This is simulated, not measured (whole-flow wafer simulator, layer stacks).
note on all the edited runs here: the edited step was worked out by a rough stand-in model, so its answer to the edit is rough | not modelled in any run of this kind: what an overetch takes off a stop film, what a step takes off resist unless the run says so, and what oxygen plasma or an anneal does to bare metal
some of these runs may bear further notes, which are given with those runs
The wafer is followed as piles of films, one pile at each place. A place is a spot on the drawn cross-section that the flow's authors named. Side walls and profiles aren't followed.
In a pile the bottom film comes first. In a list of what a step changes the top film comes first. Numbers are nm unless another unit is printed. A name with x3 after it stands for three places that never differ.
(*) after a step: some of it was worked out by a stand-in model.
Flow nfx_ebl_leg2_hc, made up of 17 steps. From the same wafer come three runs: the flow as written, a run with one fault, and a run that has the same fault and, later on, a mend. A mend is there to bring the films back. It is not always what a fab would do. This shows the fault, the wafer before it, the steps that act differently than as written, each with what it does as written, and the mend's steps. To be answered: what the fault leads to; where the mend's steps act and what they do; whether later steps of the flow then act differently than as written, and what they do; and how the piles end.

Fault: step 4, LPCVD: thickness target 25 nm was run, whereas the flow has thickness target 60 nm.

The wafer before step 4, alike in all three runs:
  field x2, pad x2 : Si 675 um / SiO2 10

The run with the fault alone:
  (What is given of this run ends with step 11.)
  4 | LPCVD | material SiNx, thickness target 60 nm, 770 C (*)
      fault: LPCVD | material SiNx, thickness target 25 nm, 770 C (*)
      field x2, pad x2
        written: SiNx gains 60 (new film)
        fault: SiNx gains 25 (new film)
  Every later step of the flow up to step 11 that is run acts as written at every place that is followed.
  After step 11, at field x2, pad x2, the piles differ from the flow's by more than 2% or 0.5 nm, whichever is larger.
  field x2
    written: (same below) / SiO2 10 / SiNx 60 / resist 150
    fault: (same below) / SiO2 10 / SiNx 25 / resist 150
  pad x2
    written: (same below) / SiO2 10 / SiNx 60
    fault: (same below) / SiO2 10 / SiNx 25

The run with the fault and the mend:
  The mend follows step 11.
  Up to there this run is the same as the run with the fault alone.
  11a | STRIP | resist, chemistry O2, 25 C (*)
      field x2
        resist loses 150 (all of it)
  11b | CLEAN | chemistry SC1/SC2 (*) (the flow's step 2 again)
      leaves every film unchanged at each place that is followed
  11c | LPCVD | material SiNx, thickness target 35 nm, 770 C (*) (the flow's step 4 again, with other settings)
      field x2, pad x2
        SiNx gains 35
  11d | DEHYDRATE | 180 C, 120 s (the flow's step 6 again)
      leaves every film unchanged at each place that is followed
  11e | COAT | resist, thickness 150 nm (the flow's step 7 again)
      field x2, pad x2
        resist gains 150 (new film)
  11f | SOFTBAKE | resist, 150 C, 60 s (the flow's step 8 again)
      leaves every film unchanged at each place that is followed
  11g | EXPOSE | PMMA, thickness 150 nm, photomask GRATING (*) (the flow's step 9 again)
      leaves every film unchanged at each place that is followed
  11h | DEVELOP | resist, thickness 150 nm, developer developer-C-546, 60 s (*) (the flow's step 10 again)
      pad x2
        resist loses 150 (all of it)
  Every later step of the flow that is run acts as written at every place that is followed.
  At every place that both follow, the piles at the end match the flow's.
